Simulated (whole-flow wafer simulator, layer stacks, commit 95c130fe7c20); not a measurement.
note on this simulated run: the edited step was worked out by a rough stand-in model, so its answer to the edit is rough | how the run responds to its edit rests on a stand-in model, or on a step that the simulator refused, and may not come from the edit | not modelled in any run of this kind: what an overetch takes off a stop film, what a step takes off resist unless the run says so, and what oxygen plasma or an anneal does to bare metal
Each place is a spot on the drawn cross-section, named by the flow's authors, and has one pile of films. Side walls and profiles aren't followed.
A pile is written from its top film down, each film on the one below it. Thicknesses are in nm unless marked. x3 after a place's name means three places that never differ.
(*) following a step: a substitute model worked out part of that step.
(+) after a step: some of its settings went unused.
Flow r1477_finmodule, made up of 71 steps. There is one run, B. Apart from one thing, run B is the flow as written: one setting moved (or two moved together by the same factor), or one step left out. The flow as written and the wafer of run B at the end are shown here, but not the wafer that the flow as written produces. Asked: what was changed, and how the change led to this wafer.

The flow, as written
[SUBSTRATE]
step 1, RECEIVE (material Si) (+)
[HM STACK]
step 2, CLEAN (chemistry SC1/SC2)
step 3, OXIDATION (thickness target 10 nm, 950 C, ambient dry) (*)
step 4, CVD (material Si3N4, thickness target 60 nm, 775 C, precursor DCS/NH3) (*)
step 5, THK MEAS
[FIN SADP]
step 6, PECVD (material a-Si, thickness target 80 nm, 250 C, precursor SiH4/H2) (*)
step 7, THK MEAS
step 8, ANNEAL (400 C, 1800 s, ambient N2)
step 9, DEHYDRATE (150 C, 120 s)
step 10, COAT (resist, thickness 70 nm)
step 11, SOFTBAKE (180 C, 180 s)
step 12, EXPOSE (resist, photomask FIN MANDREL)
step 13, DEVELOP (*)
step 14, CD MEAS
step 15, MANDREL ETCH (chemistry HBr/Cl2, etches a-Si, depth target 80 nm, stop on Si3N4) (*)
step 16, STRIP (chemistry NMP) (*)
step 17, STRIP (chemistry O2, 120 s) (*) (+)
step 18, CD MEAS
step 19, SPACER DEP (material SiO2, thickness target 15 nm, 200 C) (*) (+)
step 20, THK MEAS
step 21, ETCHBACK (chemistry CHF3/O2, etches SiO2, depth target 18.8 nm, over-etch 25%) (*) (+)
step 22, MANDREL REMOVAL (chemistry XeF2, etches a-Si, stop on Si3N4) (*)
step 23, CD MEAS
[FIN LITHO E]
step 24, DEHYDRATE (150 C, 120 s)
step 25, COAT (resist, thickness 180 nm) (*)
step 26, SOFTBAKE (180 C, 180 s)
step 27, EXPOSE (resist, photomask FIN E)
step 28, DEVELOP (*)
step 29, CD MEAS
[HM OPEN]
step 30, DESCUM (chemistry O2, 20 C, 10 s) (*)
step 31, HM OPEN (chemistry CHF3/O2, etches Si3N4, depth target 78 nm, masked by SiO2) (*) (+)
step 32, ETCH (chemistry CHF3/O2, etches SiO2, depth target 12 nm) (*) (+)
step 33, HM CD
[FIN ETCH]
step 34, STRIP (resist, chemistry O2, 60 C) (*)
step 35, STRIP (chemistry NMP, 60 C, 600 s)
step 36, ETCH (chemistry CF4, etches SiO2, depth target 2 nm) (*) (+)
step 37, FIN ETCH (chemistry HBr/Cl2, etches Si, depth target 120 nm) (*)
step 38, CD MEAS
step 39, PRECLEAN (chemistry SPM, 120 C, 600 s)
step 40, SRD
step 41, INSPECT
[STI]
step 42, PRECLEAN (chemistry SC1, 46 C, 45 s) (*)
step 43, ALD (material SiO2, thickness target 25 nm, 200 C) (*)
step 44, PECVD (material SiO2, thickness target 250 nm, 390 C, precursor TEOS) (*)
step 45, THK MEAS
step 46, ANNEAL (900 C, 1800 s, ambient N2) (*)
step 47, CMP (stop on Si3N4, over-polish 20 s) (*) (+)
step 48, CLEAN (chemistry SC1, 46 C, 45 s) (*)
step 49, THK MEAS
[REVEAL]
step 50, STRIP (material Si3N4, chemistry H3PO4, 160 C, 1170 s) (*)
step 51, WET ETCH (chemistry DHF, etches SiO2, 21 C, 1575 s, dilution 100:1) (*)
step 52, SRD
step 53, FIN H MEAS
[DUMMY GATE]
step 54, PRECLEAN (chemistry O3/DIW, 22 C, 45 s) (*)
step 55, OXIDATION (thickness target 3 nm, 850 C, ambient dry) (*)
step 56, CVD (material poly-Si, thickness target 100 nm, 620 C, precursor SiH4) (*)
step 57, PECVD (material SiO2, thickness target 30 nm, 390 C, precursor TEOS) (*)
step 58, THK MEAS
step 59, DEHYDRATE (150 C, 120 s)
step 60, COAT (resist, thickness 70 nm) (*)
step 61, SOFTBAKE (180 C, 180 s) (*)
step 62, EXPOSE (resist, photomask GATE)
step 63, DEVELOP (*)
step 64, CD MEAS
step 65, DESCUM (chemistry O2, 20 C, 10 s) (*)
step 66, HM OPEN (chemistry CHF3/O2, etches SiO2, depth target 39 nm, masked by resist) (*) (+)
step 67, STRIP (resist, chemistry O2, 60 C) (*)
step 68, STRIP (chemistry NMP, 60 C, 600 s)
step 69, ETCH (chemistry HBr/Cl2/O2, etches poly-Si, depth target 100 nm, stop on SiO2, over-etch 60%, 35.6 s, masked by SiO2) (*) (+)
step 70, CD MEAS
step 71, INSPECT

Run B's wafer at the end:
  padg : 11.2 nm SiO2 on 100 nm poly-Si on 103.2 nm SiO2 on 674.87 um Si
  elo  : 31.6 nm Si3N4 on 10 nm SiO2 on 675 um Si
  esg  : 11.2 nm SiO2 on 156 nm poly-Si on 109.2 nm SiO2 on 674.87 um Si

The reason: step 57, PECVD: thickness target 16.5 nm was run, whereas the flow has thickness target 30 nm.

Step by step, how the change led to this:
  step 57, PECVD (material SiO2, thickness target 30 nm, 390 C, precursor TEOS) (*)
      pad, padg, elg and 33 more: +16.5 SiO2 (new film) (it would be, as written: +30 SiO2 (new film))
  step 66, HM OPEN (chemistry CHF3/O2, etches SiO2, depth target 39 nm, masked by resist) (*) (+)
      pad, elo, eso and 15 more: -16.5 SiO2 (all of it), -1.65 poly-Si (it would be, as written: -30 SiO2 (all of it), -1.8 poly-Si)
      padg, elg, esg and 15 more: -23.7 resist (it would be, as written: -37.4 resist)
  step 67, STRIP (resist, chemistry O2, 60 C) (*)
      padg, elg, esg: -29.5 resist (all of it) (it would be, as written: -15.9 resist (all of it))
      e40lg, e100lg, e200lg: -26.4 resist (all of it) (it would be, as written: -12.8 resist (all of it))
      (also at 12 further places)
